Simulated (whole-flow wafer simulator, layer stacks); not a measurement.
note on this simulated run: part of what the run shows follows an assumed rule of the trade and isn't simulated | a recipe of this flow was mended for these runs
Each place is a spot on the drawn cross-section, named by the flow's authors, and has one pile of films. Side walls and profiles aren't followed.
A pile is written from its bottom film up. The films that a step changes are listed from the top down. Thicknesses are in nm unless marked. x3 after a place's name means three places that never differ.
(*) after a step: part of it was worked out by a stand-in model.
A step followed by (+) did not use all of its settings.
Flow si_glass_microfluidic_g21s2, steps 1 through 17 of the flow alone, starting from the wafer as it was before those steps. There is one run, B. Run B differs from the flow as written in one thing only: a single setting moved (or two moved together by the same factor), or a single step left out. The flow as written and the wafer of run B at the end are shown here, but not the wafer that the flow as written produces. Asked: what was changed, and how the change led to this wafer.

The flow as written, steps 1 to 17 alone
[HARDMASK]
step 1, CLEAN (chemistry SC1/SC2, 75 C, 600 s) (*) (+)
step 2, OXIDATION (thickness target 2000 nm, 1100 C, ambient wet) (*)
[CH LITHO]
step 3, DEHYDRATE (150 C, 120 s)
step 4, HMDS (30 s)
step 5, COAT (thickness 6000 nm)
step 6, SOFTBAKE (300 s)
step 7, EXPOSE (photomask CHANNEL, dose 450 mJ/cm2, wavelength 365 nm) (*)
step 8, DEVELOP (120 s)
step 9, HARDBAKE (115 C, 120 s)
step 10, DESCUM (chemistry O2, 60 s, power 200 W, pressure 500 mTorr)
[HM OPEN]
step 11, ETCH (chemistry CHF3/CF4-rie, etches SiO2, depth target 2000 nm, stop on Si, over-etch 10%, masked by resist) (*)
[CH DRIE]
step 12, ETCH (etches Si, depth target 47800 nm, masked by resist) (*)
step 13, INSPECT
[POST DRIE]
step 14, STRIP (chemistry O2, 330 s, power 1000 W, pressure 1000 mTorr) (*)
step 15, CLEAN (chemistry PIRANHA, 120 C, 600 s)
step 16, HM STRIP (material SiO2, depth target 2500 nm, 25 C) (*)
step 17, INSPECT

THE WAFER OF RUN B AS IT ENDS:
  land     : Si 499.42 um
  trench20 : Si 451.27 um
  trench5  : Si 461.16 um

Cause: step 2, OXIDATION: thickness target 1300 nm was run, though the flow has thickness target 2000 nm.

How this came from the change, step by step:
  step 2, OXIDATION (thickness target 2000 nm, 1100 C, ambient wet) (*)
      land, trench20, trench5, trench200: SiO2 gains 1300 (new film), chemical SiO2 loses 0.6 (all of it), Si loses 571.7 (as written it would have been: SiO2 gains 2000 (new film), chemical SiO2 loses 0.6 (all of it), Si loses 879.7)
  step 11, ETCH (chemistry CHF3/CF4-rie, etches SiO2, depth target 2000 nm, stop on Si, over-etch 10%, masked by resist) (*)
      trench20, trench5, trench200: SiO2 loses 1300 (all of it), Si loses 75 (as written it would have been: SiO2 loses 2000 (all of it), Si loses 16.7)
      land: thick-i-line-resist loses 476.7 (as written it would have been: thick-i-line-resist loses 733.3)
  step 12, ETCH (etches Si, depth target 47800 nm, masked by resist) (*)
      trench5: Si loses 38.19 um (as written it would have been: Si loses 38.09 um)
      trench200: Si loses 54 um (as written it would have been: Si loses 54.08 um)
  step 14, STRIP (chemistry O2, 330 s, power 1000 W, pressure 1000 mTorr) (*)
      land: thick-i-line-resist loses 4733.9 (all of it) (as written it would have been: thick-i-line-resist loses 4476.3 (all of it))
  step 16, HM STRIP (material SiO2, depth target 2500 nm, 25 C) (*)
      land: SiO2 loses 1300 (all of it) (as written it would have been: SiO2 loses 2000 (all of it))
